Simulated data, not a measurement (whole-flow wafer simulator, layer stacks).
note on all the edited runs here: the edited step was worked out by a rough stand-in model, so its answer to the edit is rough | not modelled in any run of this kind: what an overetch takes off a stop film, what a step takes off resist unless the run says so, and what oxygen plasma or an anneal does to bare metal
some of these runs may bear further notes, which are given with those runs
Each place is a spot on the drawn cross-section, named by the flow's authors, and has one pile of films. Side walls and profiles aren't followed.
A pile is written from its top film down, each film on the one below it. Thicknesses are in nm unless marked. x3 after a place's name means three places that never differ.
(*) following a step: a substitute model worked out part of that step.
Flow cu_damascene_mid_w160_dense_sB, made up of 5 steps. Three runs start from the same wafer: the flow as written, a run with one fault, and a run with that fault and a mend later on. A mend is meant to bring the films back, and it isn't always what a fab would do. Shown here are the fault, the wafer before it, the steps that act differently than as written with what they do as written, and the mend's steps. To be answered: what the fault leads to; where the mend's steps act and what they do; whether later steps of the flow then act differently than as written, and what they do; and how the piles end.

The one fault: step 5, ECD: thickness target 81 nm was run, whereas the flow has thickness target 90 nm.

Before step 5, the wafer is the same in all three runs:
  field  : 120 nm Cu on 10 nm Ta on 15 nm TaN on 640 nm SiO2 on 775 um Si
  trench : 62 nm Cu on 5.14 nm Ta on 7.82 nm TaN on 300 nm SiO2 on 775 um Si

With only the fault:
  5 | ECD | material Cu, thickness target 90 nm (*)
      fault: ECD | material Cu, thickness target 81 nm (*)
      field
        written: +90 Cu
        fault: +81 Cu
  Later steps of the flow that are run all act as written at every place that is followed.
  At field, the piles at the end differ from the flow's by more than 2% or 0.5 nm, whichever is larger.
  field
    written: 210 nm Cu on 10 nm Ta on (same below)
    fault: 201 nm Cu on 10 nm Ta on (same below)

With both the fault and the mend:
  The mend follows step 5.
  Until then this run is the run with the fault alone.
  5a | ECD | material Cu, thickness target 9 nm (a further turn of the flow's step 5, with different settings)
      field, trench
        +9 Cu
  Later steps of the flow that are run all act as written at every place that is followed.
  By the end, the piles equal the flow's at every place that both follow.
